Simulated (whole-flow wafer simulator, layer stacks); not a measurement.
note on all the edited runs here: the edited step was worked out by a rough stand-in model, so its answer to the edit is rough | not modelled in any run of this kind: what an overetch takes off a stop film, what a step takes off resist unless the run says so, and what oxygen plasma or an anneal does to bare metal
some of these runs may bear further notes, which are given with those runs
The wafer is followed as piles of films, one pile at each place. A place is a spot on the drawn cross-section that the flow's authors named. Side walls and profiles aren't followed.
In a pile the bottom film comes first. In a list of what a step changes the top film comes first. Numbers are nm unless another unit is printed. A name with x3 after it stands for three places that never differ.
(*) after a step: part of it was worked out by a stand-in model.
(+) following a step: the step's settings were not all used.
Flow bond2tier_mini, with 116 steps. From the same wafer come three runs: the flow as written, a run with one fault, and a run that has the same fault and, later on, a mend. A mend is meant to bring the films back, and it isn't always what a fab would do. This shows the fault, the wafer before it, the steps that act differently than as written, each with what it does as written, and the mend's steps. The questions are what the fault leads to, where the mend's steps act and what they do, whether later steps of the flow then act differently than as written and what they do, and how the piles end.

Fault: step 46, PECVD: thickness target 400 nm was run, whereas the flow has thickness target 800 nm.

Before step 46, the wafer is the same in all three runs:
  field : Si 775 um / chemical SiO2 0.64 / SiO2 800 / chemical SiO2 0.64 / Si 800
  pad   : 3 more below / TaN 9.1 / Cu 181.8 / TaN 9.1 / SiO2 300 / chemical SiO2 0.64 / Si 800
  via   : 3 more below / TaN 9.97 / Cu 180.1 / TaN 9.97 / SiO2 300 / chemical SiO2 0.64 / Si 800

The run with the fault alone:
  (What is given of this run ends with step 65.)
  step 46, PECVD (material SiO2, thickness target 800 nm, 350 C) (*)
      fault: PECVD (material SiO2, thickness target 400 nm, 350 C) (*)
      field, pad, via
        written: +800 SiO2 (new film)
        fault: +400 SiO2 (new film)
  Steps later in the flow that act otherwise than as written (not shown: 1 more step that differs only slightly, by at most 2% or 0.5 nm, whichever is larger):
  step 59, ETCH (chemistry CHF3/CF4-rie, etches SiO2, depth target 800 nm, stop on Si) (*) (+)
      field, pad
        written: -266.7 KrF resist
        fault: -181.5 KrF resist
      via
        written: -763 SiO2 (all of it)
        fault: -363 SiO2 (all of it)
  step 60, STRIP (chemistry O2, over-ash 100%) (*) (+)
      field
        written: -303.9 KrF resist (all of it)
        fault: -389.1 KrF resist (all of it)
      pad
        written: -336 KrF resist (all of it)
        fault: -421.1 KrF resist (all of it)
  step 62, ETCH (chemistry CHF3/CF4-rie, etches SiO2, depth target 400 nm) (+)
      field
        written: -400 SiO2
        fault: -392 SiO2 (all of it), -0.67 Si
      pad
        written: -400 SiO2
        fault: -355 SiO2 (all of it), -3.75 Si
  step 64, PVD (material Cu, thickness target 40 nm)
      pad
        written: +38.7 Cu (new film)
        fault: +40 Cu (new film)
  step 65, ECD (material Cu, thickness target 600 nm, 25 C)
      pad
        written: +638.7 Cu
        fault: +603.1 Cu
  After step 65, at field, pad, the piles differ from the flow's by more than 2% or 0.5 nm, whichever is larger.
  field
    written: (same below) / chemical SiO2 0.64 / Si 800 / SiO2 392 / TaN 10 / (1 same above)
    fault: (same below) / chemical SiO2 0.64 / Si 799.3 / TaN 10 / (1 same above)
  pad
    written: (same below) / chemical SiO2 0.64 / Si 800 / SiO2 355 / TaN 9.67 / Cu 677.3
    fault: (same below) / chemical SiO2 0.64 / Si 796.2 / TaN 10 / Cu 643.1

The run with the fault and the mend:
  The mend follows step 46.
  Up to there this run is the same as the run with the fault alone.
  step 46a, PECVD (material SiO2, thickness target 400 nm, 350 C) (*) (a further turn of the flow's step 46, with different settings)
      field, pad, via
        +400 SiO2
  Later steps of the flow that are run all act as written at every place that is followed.
  By the end, the piles equal the flow's at every place that both follow.
